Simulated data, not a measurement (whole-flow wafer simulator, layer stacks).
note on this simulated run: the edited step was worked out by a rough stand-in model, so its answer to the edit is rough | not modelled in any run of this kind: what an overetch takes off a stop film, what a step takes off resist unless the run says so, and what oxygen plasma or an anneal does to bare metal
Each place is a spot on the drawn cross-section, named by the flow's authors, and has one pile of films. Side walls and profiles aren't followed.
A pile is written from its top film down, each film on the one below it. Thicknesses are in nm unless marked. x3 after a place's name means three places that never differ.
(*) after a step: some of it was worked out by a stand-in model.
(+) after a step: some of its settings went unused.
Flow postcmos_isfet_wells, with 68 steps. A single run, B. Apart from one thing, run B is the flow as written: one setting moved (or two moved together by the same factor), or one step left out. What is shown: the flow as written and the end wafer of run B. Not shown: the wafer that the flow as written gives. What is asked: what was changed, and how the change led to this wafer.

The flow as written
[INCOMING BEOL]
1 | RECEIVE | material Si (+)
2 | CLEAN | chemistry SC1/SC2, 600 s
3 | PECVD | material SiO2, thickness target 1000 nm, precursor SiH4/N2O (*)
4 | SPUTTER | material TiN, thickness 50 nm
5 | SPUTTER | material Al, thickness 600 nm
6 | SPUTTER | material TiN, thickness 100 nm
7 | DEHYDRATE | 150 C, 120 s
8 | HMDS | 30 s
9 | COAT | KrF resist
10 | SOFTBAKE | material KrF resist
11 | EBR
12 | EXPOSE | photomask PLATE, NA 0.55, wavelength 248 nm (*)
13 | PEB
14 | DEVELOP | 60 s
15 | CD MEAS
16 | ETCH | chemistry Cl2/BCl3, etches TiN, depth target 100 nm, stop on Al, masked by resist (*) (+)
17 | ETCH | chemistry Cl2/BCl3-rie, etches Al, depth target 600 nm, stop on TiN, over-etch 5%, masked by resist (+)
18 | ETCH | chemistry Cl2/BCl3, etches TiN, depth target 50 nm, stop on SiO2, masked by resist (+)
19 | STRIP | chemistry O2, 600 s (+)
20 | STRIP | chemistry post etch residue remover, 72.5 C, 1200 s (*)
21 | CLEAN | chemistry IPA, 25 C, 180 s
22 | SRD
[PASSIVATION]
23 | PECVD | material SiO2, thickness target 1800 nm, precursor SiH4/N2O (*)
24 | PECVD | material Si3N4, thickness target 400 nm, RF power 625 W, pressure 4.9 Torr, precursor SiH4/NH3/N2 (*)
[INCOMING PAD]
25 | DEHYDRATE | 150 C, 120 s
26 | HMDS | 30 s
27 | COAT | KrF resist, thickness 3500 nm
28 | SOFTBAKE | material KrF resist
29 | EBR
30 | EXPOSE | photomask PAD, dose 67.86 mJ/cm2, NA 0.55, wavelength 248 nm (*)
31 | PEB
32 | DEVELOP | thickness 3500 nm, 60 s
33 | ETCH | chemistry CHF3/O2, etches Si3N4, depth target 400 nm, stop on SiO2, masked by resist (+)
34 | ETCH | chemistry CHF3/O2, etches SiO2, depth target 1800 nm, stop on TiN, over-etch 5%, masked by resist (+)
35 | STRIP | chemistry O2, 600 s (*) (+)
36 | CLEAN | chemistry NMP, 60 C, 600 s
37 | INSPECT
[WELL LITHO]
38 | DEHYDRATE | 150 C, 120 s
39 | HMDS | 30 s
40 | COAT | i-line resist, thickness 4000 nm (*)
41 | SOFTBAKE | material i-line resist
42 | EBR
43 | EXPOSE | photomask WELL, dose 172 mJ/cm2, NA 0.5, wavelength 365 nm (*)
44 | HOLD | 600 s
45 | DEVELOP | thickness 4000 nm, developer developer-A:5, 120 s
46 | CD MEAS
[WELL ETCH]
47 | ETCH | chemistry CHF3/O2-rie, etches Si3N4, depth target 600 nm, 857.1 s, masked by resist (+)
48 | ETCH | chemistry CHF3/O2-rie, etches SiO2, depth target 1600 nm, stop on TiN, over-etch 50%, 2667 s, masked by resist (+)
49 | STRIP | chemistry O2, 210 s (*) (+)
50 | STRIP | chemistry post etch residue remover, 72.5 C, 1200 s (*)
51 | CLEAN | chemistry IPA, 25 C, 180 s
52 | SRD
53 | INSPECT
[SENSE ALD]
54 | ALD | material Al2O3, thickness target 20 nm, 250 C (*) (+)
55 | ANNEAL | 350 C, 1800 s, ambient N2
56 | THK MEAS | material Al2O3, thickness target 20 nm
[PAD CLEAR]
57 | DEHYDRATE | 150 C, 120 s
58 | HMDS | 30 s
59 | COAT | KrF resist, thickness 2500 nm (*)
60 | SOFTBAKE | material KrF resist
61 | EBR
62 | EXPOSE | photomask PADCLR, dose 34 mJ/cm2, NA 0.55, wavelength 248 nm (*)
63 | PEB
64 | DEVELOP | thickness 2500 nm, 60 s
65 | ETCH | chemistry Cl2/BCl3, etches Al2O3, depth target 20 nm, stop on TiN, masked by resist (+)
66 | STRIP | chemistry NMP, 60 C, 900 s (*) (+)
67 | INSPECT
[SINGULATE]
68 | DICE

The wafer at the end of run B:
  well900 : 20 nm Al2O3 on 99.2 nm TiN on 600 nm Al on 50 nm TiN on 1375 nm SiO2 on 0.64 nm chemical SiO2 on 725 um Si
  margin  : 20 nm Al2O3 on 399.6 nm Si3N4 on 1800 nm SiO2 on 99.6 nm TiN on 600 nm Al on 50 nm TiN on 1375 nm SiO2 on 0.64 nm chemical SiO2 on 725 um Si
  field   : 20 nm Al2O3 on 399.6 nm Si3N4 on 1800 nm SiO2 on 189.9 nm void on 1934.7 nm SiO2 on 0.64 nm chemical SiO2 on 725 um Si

What caused this: step 3, PECVD: thickness target 1375 nm was run, while the flow as written has thickness target 1000 nm.
The wafer itself shows it: well900 has SiO2 1375, and step 3 as written asks for 1000 nm.

The path from the change to this, step by step:
  3 | PECVD | material SiO2, thickness target 1000 nm, precursor SiH4/N2O (*)
      field, margin, well900, well1300 x3, pad_rim, pad_clr, pad_open: +1375 SiO2 (new film) (in the flow as written it would be: +1000 SiO2 (new film))
